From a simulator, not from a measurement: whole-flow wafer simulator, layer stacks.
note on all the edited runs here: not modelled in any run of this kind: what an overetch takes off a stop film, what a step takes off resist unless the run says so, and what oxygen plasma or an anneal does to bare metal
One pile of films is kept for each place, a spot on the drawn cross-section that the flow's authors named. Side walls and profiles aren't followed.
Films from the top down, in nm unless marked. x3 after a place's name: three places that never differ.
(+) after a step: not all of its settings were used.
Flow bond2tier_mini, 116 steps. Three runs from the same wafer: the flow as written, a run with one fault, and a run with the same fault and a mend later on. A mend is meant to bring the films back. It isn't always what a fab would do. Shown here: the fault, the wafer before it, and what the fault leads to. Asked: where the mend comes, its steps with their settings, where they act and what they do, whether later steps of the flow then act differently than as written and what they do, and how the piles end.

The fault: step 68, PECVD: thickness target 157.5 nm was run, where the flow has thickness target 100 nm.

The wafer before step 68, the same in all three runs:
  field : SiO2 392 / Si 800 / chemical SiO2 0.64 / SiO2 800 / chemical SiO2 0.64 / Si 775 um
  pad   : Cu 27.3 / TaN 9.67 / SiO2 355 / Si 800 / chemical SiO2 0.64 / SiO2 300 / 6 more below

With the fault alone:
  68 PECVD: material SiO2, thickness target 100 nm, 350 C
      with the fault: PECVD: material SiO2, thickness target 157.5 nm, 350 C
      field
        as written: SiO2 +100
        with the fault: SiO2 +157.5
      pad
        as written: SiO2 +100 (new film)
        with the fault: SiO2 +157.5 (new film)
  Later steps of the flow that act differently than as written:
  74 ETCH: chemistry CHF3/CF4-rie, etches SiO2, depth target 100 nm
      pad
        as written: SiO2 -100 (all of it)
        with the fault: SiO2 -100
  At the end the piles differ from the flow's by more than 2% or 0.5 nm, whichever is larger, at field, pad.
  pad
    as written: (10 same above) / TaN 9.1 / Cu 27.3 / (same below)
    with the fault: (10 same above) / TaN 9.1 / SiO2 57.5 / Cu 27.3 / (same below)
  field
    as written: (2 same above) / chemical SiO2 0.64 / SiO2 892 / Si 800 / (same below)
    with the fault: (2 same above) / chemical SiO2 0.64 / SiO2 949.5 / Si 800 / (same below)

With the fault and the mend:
  The mend comes after step 73.
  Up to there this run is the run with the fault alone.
  73a STRIP: chemistry O2, over-ash 100% (+)
      field
        KrF resist -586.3 (all of it)
  73b ETCH: chemistry CHF3/CF4-rie, etches SiO2, depth target 57.5 nm (the flow's step 62 once more, with other settings)
      field, pad
        SiO2 -57.5
  73c COAT: KrF resist, thickness 600 nm (the flow's step 69 once more)
      field, pad
        KrF resist +600 (new film)
  73d SOFTBAKE: KrF resist (the flow's step 70 once more)
      changes no film at any place that is followed
  73e EXPOSE: photomask T2PAD, NA 0.6 (the flow's step 71 once more)
      changes no film at any place that is followed
  73f PEB: KrF resist (the flow's step 72 once more)
      changes no film at any place that is followed
  73g DEVELOP: developer TMAH-0.26N, 60 s (the flow's step 73 once more)
      field
        KrF resist -13.7
      pad
        KrF resist -600 (all of it)
  No later step of the flow acts differently than as written at any place that is followed.
  At the end the piles are the same as the flow's at every place that both follow.
